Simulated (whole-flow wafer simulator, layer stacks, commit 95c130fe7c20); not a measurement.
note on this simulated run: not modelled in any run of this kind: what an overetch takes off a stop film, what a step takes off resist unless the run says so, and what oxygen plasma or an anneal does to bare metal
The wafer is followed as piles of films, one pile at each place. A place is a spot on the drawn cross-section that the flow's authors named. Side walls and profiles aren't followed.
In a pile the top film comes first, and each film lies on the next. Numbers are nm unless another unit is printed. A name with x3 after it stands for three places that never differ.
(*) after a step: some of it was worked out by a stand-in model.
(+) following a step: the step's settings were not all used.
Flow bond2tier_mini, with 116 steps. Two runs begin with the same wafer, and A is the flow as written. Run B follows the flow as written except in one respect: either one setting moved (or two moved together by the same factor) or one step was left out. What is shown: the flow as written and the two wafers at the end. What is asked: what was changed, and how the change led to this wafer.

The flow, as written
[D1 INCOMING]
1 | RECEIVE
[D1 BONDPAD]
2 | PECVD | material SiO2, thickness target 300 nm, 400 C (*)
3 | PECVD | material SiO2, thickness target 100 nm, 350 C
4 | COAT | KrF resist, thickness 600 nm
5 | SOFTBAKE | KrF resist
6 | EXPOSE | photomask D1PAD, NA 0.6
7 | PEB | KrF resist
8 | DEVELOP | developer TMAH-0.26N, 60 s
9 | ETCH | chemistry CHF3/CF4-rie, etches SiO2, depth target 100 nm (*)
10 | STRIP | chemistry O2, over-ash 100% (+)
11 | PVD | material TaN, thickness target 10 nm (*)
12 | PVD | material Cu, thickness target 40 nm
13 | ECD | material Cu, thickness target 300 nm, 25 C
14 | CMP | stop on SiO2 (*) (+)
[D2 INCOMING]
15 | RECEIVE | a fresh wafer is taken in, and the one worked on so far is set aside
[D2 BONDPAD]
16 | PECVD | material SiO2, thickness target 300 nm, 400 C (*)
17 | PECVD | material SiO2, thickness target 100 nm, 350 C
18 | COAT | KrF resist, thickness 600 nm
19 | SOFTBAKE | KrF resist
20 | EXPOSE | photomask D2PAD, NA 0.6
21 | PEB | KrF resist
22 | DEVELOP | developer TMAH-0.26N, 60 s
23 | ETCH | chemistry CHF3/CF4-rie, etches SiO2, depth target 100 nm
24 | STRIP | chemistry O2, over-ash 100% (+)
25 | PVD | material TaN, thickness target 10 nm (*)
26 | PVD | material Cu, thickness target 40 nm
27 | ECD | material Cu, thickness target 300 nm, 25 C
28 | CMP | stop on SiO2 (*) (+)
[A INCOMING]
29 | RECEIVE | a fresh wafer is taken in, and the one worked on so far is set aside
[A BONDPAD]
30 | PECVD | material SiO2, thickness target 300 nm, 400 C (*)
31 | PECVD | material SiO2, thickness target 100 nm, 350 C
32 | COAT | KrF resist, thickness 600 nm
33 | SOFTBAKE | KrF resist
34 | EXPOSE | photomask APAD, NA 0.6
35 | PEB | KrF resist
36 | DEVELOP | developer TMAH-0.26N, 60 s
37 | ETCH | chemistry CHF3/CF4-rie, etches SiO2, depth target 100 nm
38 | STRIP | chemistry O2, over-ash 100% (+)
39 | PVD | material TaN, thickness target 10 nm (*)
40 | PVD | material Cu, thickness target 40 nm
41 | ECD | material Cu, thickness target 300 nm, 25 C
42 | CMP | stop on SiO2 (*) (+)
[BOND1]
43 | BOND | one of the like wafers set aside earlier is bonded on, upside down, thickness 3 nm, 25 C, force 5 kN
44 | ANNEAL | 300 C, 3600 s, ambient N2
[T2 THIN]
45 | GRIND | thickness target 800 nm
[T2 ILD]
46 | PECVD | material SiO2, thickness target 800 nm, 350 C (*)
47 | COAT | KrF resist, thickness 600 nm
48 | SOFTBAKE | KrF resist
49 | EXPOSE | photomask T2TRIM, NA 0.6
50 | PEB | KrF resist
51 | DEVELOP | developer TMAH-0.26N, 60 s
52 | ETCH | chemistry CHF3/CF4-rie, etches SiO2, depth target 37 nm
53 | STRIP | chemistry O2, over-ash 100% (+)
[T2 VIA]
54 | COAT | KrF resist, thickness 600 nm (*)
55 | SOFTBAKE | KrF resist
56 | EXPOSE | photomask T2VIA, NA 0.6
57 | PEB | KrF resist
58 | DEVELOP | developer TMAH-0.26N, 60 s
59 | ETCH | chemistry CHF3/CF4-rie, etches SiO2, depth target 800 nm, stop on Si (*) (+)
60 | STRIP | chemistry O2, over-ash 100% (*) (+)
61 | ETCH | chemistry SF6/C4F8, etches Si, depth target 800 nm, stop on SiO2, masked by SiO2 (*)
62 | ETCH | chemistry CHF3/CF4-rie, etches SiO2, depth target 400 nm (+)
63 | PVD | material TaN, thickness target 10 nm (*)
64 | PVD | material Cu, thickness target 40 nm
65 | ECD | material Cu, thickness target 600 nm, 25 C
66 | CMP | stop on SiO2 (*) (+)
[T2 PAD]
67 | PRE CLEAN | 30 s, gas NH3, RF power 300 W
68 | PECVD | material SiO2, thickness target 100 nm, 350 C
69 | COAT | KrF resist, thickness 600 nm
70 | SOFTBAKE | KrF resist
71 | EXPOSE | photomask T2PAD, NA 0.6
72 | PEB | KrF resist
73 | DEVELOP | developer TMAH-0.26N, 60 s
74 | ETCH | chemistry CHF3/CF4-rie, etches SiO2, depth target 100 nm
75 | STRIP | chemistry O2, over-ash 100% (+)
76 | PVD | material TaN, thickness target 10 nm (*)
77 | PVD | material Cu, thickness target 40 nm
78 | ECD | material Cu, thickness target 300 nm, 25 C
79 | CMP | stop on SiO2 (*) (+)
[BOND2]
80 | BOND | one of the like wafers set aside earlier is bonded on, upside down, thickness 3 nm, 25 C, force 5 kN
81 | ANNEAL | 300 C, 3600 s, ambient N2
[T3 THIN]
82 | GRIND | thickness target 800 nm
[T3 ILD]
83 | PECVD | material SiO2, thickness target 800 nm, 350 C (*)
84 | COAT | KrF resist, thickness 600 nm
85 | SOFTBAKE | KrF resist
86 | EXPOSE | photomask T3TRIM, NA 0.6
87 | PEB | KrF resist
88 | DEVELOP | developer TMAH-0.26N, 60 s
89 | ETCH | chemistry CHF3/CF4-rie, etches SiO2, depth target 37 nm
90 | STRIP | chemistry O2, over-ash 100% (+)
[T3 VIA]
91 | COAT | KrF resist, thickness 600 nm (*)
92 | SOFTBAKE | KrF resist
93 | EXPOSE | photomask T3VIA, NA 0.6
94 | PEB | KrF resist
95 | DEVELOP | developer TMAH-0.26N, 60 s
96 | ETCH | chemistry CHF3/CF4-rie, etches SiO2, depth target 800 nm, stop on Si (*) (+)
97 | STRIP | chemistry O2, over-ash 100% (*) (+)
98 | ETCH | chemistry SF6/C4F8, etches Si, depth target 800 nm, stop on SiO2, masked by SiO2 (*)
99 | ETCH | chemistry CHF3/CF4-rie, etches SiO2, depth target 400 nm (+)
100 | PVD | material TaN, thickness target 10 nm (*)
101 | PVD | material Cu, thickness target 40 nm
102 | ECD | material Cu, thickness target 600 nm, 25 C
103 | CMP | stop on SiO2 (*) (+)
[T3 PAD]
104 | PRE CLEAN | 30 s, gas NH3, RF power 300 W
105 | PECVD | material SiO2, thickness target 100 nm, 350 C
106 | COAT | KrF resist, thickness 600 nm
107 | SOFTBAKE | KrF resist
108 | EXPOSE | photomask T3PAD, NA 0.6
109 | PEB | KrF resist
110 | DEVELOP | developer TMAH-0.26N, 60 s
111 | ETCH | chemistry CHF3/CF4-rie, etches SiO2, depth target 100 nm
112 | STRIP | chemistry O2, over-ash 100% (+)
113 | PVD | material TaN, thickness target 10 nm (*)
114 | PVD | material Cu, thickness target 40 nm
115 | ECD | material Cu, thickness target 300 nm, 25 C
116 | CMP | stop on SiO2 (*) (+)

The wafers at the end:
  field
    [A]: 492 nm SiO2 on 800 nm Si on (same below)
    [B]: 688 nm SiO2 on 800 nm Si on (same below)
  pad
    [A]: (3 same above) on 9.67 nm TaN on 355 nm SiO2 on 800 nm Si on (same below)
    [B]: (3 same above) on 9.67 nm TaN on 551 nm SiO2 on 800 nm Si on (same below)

The reason: step 99, ETCH: depth target 204 nm was run, while the flow as written has depth target 400 nm.

The path from the change to this, step by step:
  99 | ETCH | chemistry CHF3/CF4-rie, etches SiO2, depth target 400 nm (+)
      field, pad: A -400 SiO2 | B -204 SiO2
